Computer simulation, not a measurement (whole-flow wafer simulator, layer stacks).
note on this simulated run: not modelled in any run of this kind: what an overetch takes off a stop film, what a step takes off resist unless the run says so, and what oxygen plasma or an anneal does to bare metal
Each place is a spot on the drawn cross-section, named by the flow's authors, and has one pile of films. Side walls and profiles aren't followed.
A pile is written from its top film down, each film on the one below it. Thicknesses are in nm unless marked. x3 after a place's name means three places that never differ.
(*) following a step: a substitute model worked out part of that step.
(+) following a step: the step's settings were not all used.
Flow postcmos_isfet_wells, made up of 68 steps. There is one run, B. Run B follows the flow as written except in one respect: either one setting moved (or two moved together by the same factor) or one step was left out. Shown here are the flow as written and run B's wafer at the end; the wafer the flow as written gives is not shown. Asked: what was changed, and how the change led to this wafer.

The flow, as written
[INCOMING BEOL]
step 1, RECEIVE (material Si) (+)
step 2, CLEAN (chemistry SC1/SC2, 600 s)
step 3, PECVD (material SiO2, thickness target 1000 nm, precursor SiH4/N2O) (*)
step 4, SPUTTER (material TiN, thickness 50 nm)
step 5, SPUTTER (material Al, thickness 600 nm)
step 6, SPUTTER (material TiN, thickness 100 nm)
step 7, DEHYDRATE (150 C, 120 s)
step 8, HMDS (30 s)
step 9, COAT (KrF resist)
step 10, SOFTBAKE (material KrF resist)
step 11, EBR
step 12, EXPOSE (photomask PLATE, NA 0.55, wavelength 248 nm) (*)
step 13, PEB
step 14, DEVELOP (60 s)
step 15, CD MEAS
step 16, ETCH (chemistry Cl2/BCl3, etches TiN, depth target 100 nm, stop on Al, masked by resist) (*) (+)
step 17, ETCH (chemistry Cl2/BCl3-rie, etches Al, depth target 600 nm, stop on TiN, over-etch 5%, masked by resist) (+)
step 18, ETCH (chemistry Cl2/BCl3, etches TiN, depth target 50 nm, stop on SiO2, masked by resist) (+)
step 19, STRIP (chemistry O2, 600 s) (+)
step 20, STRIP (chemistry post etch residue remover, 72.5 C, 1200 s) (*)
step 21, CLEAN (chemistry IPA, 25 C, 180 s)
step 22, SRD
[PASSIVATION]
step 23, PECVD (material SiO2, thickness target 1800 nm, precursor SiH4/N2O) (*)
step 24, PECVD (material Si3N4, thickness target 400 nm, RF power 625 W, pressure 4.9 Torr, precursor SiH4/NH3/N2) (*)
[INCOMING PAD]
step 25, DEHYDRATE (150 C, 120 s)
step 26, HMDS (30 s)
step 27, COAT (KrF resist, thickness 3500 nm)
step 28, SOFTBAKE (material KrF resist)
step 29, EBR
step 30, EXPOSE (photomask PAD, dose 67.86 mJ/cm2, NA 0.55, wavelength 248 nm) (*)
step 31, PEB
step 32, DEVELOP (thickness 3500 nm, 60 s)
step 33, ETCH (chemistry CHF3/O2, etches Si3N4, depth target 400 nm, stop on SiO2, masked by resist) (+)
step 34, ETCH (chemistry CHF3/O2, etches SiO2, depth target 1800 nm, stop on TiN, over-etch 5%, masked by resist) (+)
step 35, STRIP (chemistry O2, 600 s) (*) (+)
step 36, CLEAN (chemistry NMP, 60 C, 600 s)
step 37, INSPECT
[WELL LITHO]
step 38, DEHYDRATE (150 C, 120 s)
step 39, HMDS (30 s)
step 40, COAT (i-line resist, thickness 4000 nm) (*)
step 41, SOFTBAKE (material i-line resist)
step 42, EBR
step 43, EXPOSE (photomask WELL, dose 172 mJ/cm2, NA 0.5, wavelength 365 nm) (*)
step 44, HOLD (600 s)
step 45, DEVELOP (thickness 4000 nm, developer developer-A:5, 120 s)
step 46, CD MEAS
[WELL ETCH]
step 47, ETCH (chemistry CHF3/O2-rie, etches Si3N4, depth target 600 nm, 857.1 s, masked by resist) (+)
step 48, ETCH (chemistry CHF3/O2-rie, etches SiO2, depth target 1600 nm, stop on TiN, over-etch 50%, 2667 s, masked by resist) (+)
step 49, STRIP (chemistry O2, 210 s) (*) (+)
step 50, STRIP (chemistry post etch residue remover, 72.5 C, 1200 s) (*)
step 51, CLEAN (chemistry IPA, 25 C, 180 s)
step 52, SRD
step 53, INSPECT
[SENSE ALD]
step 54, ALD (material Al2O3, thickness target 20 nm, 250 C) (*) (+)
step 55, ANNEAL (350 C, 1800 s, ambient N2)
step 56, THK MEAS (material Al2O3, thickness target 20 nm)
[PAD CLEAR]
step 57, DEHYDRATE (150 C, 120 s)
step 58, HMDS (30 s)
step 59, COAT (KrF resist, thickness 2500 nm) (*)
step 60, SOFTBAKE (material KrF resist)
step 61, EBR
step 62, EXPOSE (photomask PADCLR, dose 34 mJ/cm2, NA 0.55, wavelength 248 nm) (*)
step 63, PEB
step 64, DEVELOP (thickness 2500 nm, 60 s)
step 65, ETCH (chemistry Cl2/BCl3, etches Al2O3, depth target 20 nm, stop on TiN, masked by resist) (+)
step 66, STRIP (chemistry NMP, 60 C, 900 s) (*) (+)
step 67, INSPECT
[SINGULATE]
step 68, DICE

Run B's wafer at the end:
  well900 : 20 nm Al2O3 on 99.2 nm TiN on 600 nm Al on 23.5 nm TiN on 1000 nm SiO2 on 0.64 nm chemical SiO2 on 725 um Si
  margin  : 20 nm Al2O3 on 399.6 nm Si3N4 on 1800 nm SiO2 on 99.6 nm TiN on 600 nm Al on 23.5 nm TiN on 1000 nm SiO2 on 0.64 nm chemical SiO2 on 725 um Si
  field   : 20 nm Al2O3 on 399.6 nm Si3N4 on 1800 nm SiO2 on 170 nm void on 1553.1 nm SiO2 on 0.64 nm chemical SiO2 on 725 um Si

The reason: step 4, SPUTTER: thickness 23.5 nm was run, while the flow as written has thickness 50 nm.
The wafer lets one read it off: well900 has TiN 23.5, and step 4 as written asks for 50 nm.

How this came from the change, step by step:
  step 4, SPUTTER (material TiN, thickness 50 nm)
      field, margin, well900, well1300 x3, pad_rim, pad_clr, pad_open: TiN gains 23.5 (new film) (as written it would have been: TiN gains 50 (new film))
  step 18, ETCH (chemistry Cl2/BCl3, etches TiN, depth target 50 nm, stop on SiO2, masked by resist) (+)
      margin, well900, well1300 x3, pad_rim, pad_clr, pad_open: KrF resist loses 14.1 (as written it would have been: KrF resist loses 20)
      field: TiN loses 23.5 (all of it) (as written it would have been: TiN loses 50 (all of it))
  step 23, PECVD (material SiO2, thickness target 1800 nm, precursor SiH4/N2O) (*)
      field: SiO2 gains 1800 (new film), void gains 170 (new film), SiO2 gains 553.1 (as written it would have been: SiO2 gains 1800 (new film), void gains 189.9 (new film), SiO2 gains 559.7)
